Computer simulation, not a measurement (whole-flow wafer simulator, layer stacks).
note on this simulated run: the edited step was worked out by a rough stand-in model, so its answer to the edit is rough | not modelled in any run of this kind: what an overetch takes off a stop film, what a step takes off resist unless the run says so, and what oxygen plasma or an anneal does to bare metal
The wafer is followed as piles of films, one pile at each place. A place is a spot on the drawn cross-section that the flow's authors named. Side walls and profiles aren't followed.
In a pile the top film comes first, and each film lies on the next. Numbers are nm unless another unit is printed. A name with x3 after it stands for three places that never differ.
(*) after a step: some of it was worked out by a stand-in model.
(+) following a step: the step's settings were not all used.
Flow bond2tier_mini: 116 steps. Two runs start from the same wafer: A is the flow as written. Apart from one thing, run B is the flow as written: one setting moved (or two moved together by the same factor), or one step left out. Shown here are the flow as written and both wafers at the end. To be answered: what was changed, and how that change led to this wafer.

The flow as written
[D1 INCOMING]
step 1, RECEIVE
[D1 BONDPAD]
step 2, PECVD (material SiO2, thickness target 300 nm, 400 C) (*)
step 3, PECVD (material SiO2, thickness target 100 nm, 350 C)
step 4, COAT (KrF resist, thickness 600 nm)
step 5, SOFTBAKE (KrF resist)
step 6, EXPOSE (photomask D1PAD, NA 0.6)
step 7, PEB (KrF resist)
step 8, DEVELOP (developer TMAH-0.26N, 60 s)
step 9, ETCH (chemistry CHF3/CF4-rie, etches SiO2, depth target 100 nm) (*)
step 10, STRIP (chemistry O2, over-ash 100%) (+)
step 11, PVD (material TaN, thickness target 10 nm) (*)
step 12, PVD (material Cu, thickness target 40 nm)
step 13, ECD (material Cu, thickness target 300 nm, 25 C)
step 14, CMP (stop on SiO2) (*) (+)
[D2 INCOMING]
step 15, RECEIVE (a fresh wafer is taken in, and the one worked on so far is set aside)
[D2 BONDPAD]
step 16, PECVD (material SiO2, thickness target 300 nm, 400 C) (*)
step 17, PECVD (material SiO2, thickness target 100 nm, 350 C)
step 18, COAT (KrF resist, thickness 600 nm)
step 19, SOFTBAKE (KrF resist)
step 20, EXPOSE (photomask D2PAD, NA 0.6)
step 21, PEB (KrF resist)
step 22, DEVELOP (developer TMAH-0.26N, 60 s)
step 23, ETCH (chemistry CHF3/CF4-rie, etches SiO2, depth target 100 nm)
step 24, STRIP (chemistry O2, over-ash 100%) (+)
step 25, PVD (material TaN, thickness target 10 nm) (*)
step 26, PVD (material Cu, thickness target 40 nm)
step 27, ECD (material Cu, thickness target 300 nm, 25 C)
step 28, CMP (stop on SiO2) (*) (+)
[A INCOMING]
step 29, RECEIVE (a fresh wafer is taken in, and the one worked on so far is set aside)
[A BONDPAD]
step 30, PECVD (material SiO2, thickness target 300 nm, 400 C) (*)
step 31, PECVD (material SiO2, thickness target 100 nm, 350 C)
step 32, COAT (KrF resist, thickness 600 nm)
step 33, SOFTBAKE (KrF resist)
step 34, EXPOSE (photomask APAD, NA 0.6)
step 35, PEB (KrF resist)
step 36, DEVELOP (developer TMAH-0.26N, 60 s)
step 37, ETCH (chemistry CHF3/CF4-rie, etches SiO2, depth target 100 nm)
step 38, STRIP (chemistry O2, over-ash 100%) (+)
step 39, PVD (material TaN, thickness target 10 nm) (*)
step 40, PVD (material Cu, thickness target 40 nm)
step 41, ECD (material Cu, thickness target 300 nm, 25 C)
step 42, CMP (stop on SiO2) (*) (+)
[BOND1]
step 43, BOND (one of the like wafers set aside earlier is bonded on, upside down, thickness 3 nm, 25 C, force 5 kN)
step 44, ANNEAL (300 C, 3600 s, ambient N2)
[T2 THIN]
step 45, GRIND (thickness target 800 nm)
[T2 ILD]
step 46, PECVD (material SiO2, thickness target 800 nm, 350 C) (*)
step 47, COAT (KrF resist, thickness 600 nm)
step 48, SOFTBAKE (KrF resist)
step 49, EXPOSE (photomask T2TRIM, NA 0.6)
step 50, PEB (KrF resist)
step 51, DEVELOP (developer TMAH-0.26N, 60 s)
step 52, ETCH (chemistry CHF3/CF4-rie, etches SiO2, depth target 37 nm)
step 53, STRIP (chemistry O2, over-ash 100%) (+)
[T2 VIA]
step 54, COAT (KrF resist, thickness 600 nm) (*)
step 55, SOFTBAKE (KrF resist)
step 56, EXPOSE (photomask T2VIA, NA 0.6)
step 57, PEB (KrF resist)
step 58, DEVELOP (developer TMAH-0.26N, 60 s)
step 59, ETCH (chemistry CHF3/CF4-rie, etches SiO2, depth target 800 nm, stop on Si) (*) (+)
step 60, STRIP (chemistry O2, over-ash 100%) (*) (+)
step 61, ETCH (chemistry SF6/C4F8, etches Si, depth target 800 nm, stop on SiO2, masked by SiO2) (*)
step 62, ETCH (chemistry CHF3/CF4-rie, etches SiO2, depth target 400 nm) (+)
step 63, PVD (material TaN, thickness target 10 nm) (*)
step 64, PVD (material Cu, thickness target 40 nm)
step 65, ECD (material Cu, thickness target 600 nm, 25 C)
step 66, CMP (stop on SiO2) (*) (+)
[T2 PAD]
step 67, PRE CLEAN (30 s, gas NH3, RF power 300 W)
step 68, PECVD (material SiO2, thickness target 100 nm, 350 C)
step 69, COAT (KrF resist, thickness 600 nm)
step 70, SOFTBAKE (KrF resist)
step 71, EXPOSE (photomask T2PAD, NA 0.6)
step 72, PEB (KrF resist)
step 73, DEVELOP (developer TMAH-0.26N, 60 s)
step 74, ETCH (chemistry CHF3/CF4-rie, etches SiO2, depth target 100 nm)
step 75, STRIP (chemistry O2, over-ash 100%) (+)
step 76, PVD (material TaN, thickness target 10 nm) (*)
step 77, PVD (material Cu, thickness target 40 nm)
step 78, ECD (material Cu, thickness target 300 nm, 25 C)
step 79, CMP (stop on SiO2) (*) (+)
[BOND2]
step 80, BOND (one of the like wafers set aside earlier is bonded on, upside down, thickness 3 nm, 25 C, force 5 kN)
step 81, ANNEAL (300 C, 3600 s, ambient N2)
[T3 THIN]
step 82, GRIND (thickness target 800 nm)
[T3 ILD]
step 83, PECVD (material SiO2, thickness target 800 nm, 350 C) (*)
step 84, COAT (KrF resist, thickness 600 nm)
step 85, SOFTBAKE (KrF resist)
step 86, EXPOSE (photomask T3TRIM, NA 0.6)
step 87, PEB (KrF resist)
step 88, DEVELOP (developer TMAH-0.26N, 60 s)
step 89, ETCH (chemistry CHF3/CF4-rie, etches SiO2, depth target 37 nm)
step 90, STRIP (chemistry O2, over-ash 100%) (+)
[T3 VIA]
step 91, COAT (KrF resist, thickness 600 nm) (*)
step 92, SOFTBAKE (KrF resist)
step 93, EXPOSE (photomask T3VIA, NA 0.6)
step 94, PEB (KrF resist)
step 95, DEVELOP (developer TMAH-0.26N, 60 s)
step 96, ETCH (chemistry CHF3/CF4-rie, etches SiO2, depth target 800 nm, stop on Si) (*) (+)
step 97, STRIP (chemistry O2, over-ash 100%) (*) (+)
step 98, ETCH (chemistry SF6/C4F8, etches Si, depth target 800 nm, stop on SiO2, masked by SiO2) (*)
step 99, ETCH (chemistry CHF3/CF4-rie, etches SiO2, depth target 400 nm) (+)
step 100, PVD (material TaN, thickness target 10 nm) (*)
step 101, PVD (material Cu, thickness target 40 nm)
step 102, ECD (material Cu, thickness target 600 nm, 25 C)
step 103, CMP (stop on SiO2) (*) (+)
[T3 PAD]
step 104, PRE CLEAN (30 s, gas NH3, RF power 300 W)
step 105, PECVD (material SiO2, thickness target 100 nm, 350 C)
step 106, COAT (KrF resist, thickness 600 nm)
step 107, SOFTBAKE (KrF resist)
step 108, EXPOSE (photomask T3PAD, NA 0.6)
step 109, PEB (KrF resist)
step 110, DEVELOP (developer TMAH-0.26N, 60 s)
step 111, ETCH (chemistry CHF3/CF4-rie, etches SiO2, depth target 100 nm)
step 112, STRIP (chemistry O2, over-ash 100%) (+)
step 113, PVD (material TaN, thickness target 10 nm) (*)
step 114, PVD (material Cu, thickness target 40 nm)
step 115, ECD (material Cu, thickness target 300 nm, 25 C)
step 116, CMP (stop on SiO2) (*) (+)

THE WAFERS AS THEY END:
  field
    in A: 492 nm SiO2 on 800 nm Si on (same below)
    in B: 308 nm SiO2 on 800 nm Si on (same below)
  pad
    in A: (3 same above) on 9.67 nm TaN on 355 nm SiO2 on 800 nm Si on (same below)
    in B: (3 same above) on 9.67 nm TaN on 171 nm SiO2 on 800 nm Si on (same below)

Cause: step 83, PECVD: thickness target 616 nm was run, while the flow as written has thickness target 800 nm.

The path from the change to this, step by step:
  step 83, PECVD (material SiO2, thickness target 800 nm, 350 C) (*)
      field, pad: A SiO2 gains 800 (new film) | B SiO2 gains 616 (new film)
